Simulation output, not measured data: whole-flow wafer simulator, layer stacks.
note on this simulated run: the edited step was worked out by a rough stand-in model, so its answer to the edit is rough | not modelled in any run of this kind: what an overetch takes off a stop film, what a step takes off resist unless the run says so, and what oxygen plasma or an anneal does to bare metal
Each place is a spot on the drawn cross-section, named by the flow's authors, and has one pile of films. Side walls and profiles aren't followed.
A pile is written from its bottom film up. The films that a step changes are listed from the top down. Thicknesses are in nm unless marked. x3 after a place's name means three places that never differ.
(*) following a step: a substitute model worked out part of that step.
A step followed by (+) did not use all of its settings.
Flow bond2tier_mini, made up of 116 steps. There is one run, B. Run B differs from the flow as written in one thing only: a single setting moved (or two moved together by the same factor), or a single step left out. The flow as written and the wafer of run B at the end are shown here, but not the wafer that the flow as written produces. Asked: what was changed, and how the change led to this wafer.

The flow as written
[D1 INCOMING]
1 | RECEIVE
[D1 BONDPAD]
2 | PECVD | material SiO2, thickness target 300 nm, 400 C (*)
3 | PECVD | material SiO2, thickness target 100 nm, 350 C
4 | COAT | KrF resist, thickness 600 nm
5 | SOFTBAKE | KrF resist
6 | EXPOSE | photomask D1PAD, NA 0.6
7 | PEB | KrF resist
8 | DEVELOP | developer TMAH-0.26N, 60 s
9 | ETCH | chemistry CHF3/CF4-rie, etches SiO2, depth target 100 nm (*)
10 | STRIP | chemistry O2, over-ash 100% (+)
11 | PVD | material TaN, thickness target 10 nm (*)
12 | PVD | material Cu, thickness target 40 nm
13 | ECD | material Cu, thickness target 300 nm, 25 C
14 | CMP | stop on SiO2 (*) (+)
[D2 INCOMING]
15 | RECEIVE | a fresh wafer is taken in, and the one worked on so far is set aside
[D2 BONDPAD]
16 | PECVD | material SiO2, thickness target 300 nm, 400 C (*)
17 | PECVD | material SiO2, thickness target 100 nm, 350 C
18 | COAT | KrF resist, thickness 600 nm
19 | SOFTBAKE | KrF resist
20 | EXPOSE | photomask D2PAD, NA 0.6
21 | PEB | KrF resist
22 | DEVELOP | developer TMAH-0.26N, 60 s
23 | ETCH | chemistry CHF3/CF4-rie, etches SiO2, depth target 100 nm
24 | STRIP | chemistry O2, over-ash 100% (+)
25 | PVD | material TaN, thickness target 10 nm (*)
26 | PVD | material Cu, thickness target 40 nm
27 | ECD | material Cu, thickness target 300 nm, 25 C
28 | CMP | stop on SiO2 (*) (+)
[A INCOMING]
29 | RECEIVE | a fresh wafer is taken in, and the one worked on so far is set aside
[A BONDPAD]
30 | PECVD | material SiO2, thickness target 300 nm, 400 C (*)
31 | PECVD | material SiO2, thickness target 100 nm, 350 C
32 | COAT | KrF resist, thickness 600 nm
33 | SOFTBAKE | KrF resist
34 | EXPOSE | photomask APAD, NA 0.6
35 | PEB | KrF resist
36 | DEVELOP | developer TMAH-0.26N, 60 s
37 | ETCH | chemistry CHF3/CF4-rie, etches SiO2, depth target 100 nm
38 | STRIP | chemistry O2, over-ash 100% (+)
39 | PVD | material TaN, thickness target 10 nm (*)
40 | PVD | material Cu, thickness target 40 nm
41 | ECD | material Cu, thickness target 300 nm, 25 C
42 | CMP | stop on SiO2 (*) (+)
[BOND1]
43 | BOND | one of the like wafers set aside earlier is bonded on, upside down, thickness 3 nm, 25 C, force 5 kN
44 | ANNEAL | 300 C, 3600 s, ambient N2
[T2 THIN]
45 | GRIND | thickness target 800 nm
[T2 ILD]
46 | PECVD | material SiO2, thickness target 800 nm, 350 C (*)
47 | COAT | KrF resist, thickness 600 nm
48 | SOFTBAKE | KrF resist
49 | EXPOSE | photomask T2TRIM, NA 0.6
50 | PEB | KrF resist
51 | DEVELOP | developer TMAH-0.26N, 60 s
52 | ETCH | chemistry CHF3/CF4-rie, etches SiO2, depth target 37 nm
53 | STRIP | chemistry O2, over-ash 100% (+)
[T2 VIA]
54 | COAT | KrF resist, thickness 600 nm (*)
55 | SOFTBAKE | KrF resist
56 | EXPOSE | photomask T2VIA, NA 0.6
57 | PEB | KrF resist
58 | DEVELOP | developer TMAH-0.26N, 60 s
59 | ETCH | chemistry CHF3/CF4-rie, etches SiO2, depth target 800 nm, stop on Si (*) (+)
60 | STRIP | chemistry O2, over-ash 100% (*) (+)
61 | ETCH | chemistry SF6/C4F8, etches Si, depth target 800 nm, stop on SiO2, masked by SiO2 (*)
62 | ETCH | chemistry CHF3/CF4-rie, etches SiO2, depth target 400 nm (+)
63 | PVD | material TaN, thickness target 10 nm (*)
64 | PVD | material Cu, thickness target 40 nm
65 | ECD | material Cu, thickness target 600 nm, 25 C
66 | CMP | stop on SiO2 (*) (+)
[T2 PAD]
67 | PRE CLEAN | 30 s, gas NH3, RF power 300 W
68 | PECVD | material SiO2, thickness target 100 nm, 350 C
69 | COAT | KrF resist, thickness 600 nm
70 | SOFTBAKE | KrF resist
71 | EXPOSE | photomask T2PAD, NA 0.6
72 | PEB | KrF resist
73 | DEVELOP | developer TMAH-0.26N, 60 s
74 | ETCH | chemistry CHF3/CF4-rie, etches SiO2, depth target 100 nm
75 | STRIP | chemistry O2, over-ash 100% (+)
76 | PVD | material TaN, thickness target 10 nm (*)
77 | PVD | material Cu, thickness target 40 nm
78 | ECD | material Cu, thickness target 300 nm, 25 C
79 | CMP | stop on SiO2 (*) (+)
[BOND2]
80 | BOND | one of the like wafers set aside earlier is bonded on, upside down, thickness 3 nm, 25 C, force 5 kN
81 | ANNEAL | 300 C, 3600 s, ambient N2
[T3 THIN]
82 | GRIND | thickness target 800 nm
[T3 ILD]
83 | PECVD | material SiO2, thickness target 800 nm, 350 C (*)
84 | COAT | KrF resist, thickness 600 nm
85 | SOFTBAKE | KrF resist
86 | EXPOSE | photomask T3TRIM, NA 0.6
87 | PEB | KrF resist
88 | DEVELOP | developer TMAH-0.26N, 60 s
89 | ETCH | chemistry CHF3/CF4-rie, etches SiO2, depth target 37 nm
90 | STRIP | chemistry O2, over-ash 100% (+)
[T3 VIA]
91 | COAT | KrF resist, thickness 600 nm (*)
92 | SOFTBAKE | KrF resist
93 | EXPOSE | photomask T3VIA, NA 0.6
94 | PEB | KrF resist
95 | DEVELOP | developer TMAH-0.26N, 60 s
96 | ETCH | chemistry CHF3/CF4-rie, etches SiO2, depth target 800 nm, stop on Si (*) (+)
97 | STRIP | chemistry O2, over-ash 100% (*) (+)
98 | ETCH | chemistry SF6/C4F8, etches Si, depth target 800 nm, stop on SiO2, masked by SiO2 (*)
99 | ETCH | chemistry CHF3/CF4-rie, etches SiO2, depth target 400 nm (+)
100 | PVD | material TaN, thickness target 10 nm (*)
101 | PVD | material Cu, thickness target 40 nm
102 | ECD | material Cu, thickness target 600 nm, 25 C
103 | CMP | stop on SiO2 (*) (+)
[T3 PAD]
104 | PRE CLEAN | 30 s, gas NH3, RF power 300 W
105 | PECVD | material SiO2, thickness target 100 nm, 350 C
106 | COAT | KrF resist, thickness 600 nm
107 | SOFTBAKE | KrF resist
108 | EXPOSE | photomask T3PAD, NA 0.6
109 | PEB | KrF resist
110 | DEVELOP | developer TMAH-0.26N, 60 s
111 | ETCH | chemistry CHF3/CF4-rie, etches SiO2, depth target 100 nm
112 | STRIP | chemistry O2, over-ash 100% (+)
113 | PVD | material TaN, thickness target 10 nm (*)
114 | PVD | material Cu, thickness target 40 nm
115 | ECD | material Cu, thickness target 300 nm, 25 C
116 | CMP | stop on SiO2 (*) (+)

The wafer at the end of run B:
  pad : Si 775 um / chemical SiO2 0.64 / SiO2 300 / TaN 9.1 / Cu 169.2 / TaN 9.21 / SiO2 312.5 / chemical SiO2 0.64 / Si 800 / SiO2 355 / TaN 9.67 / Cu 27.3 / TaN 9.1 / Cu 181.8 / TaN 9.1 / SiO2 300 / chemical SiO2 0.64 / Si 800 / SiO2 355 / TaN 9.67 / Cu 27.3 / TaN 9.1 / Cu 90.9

Cause: step 9, ETCH: depth target 87.5 nm was run, though the flow has depth target 100 nm.

The path from the change to this, step by step:
  9 | ETCH | chemistry CHF3/CF4-rie, etches SiO2, depth target 100 nm (*)
      pad, via: SiO2 loses 87.5 (in the flow as written it would be: SiO2 loses 100)
      field: KrF resist loses 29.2 (in the flow as written it would be: KrF resist loses 33.3)
  13 | ECD | material Cu, thickness target 300 nm, 25 C
      pad: Cu gains 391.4 (in the flow as written it would be: Cu gains 404.5)
      via: Cu gains 387.6 (in the flow as written it would be: Cu gains 400.2)
  43 | BOND | one of the like wafers set aside earlier is bonded on, upside down, thickness 3 nm, 25 C, force 5 kN
      pad: Si gains 775 um (new film), chemical SiO2 gains 0.64 (new film), SiO2 gains 312.5 (new film), TaN gains 9.21 (new film), Cu gains 78.3 (in the flow as written it would be: Si gains 775 um (new film), chemical SiO2 gains 0.64 (new film), SiO2 gains 300 (new film), TaN gains 9.1 (new film), Cu gains 90.9)
      via: Si gains 775 um (new film), chemical SiO2 gains 0.64 (new film), SiO2 gains 312.5 (new film), TaN gains 9.98 (new film), Cu gains 77.5 (in the flow as written it would be: Si gains 775 um (new film), chemical SiO2 gains 0.64 (new film), SiO2 gains 300 (new film), TaN gains 9.97 (new film), Cu gains 90)
